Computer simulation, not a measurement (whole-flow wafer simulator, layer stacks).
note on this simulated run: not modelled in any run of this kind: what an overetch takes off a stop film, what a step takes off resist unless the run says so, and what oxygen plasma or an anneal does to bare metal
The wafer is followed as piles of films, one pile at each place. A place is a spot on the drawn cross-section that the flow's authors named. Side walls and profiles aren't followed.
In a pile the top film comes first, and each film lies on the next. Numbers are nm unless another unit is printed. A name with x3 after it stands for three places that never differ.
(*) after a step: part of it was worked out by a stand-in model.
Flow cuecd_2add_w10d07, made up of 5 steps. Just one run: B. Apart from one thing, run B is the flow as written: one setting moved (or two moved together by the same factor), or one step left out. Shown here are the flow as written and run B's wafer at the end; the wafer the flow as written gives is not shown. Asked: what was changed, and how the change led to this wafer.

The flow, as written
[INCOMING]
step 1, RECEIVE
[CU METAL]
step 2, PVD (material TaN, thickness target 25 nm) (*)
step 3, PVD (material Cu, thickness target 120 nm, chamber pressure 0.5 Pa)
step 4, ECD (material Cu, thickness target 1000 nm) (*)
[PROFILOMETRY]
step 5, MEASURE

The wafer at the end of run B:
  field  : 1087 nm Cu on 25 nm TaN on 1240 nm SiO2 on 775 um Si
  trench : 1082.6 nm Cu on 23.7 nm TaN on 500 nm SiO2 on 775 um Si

Cause: step 3, PVD: thickness target 87 nm was run, whereas the flow has thickness target 120 nm.

The path from the change to this, step by step:
  step 3, PVD (material Cu, thickness target 120 nm, chamber pressure 0.5 Pa)
      field: Cu gains 87 (new film) (it would be, as written: Cu gains 120 (new film))
      trench: Cu gains 82.6 (new film) (it would be, as written: Cu gains 114 (new film))
